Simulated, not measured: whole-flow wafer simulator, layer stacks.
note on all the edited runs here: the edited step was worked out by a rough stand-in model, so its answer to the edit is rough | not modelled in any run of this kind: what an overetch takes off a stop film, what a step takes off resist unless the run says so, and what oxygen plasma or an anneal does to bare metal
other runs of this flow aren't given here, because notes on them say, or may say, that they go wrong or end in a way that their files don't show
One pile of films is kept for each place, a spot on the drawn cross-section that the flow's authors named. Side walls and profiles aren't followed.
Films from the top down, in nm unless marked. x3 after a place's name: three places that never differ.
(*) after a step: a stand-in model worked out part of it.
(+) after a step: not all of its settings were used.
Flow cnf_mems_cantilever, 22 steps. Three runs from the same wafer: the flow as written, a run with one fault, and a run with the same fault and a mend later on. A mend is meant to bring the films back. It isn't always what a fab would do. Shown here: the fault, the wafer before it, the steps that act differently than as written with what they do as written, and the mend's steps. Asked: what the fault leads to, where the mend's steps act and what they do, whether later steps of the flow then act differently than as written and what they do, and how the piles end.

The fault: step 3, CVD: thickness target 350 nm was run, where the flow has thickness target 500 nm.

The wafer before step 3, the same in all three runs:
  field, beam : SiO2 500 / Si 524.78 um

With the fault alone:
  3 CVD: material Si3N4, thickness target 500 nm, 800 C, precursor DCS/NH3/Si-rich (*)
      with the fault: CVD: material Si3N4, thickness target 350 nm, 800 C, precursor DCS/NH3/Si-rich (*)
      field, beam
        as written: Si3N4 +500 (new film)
        with the fault: Si3N4 +350 (new film)
  Later steps of the flow that act differently than as written:
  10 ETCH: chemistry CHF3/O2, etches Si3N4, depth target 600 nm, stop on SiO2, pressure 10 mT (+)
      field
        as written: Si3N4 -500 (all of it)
        with the fault: Si3N4 -350 (all of it)
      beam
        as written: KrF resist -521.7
        with the fault: KrF resist -456.5
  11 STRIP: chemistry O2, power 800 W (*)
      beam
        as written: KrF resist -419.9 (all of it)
        with the fault: KrF resist -485.1 (all of it)
  At the end the piles differ from the flow's by more than 2% or 0.5 nm, whichever is larger, at beam.
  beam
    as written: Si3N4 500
    with the fault: Si3N4 350

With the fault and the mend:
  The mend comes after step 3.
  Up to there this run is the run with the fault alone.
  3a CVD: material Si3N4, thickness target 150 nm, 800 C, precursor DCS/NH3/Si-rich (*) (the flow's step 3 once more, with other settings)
      field, beam
        Si3N4 +150
  No later step of the flow acts differently than as written at any place that is followed.
  At the end the piles are the same as the flow's at every place that both follow.
